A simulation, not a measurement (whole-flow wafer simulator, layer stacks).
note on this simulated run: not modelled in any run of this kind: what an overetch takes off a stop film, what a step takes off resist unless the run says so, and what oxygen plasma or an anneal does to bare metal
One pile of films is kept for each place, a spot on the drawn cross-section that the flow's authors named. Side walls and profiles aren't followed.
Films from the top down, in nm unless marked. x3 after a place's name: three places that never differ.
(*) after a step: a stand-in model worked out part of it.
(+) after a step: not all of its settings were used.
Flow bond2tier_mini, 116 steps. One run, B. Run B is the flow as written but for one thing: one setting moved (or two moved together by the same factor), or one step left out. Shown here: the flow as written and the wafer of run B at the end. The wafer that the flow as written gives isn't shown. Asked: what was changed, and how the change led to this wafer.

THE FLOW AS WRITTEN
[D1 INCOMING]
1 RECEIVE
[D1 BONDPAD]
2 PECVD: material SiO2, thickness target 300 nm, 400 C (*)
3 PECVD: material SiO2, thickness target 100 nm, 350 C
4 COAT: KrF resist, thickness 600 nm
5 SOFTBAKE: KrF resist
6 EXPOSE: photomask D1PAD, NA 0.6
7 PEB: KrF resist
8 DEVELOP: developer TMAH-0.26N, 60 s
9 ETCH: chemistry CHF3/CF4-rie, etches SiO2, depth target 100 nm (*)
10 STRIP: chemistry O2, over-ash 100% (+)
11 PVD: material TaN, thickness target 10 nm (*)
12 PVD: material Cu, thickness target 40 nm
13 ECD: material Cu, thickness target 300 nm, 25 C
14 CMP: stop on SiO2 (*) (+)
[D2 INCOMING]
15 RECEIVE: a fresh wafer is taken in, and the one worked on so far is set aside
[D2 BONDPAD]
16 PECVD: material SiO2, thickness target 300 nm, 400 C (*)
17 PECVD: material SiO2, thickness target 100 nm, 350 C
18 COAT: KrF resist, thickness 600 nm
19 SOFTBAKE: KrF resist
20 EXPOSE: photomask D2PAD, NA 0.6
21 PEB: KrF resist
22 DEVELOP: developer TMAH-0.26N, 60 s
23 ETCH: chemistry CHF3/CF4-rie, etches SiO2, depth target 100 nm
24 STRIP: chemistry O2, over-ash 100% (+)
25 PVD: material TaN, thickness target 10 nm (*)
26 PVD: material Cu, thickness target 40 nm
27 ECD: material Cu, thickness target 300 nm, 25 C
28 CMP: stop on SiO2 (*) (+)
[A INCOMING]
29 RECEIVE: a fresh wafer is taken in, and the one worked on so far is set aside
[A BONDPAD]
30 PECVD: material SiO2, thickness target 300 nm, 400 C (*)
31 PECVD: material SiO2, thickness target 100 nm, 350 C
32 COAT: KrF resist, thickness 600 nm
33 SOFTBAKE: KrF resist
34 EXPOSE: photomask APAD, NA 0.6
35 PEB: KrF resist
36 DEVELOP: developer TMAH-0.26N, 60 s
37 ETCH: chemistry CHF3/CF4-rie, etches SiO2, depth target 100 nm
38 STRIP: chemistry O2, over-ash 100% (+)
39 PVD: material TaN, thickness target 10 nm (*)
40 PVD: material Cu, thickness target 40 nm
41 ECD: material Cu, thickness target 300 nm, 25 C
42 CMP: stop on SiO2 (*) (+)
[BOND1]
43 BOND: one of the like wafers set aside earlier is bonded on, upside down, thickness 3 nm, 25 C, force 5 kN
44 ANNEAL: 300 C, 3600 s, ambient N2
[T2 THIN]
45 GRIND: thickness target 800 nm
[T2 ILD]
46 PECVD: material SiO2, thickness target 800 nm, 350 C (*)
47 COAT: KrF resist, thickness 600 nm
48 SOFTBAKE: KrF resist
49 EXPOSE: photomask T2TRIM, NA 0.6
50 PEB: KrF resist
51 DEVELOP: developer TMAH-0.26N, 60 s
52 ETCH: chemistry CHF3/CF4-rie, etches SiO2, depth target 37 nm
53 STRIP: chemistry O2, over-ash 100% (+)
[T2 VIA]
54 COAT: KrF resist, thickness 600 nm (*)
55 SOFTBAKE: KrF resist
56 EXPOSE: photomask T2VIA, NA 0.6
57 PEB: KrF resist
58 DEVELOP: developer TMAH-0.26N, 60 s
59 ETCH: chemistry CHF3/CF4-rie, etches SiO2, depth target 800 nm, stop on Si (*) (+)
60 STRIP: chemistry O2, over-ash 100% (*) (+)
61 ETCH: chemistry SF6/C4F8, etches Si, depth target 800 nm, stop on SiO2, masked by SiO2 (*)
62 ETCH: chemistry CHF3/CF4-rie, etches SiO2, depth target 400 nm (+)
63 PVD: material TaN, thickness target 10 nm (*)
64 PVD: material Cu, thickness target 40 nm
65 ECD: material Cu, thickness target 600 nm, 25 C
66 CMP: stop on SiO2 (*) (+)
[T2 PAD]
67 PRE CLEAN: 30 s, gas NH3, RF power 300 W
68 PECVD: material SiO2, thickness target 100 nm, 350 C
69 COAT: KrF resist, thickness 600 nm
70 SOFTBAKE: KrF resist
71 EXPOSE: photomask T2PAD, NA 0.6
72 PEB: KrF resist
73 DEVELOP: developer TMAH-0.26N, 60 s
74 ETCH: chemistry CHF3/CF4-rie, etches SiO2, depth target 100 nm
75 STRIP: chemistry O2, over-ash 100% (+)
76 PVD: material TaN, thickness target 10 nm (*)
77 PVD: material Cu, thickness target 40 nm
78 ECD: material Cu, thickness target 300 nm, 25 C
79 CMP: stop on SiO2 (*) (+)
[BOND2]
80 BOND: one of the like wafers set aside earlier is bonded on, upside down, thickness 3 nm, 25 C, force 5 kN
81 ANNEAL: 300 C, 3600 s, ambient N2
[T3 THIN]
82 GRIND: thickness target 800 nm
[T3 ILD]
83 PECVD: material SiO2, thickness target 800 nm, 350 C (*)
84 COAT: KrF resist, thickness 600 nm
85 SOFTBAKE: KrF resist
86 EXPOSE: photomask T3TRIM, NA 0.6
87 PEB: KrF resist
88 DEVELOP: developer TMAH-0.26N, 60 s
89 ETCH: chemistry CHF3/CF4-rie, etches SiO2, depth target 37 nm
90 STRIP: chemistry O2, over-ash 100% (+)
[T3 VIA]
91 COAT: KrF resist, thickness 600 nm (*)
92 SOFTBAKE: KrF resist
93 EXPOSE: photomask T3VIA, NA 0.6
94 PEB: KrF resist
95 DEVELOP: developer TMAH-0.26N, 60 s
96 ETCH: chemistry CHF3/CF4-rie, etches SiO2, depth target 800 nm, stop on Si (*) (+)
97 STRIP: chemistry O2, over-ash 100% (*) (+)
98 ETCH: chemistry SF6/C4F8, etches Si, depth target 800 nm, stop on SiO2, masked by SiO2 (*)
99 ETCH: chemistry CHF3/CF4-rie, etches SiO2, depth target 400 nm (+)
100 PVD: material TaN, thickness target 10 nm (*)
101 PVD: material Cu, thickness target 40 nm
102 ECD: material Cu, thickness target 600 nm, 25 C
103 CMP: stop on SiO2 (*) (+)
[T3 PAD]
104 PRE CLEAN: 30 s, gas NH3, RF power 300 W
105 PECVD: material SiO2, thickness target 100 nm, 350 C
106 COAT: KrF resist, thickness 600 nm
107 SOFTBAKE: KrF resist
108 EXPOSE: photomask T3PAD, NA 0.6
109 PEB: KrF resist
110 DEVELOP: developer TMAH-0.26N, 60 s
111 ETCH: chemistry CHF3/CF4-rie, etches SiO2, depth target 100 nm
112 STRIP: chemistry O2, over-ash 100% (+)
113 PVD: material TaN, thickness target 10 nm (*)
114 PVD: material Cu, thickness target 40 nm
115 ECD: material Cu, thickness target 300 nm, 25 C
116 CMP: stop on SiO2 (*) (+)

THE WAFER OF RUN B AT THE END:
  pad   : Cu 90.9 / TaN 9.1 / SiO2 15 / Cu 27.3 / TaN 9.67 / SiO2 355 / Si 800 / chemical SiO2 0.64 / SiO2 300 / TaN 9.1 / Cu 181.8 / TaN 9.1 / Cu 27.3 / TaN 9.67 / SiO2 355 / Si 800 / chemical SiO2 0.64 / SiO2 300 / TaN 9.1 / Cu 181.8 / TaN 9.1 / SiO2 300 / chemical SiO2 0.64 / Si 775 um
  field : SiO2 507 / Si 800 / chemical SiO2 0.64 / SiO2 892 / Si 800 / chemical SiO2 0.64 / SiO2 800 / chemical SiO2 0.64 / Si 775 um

The cause: step 105, PECVD: thickness target 115 nm was run, where the flow has thickness target 100 nm.

How the change led to this, step by step:
  105 PECVD: material SiO2, thickness target 100 nm, 350 C
      field: SiO2 +115 (as written it would be: SiO2 +100)
      pad: SiO2 +115 (new film) (as written it would be: SiO2 +100 (new film))
  111 ETCH: chemistry CHF3/CF4-rie, etches SiO2, depth target 100 nm
      pad: SiO2 -100 (as written it would be: SiO2 -100 (all of it))
Counting metal films that touch as one body, pad has 4 bodies (between them, from the top down: SiO2 15; SiO2 355 / Si 800 / chemical SiO2 0.64 / SiO2 300; SiO2 355 / Si 800 / chemical SiO2 0.64 / SiO2 300); the flow as written gives 3 bodies (between them, from the top down: SiO2 355 / Si 800 / chemical SiO2 0.64 / SiO2 300; SiO2 355 / Si 800 / chemical SiO2 0.64 / SiO2 300).
